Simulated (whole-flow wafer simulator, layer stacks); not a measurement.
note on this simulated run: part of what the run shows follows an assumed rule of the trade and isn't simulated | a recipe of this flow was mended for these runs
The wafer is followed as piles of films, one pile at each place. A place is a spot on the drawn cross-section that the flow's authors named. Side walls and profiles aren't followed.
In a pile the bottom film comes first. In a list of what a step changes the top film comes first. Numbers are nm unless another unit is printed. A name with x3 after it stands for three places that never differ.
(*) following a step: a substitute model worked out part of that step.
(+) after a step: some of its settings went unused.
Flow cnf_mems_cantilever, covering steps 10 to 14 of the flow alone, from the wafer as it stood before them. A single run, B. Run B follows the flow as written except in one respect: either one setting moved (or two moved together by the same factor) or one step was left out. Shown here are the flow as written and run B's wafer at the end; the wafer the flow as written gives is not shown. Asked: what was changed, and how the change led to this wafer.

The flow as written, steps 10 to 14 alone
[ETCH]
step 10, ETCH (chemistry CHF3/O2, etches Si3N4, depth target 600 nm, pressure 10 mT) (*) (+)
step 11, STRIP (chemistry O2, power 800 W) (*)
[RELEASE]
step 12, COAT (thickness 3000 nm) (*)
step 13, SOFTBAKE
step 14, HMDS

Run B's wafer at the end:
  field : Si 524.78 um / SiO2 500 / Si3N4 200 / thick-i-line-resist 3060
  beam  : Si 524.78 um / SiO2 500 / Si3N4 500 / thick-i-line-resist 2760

What caused this: step 10, ETCH: depth target 300 nm was run, while the flow as written has depth target 600 nm.

Step by step, how the change led to this:
  step 10, ETCH (chemistry CHF3/O2, etches Si3N4, depth target 600 nm, pressure 10 mT) (*) (+)
      field: -300 Si3N4 (in the flow as written it would be: -500 Si3N4 (all of it), -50 SiO2)
      beam: -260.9 KrF-resist (in the flow as written it would be: -521.7 KrF-resist)
  step 11, STRIP (chemistry O2, power 800 W) (*)
      beam: -721.8 KrF-resist (all of it) (in the flow as written it would be: -460.9 KrF-resist (all of it))
  step 12, COAT (thickness 3000 nm) (*)
      beam: +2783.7 thick-i-line-resist (new film) (in the flow as written it would be: +2607.6 thick-i-line-resist (new film))
  step 13, SOFTBAKE
      field: +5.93 thick-i-line-resist (in the flow as written it would be: +11.9 thick-i-line-resist)
      beam: -23.7 thick-i-line-resist (in the flow as written it would be: -47.6 thick-i-line-resist)
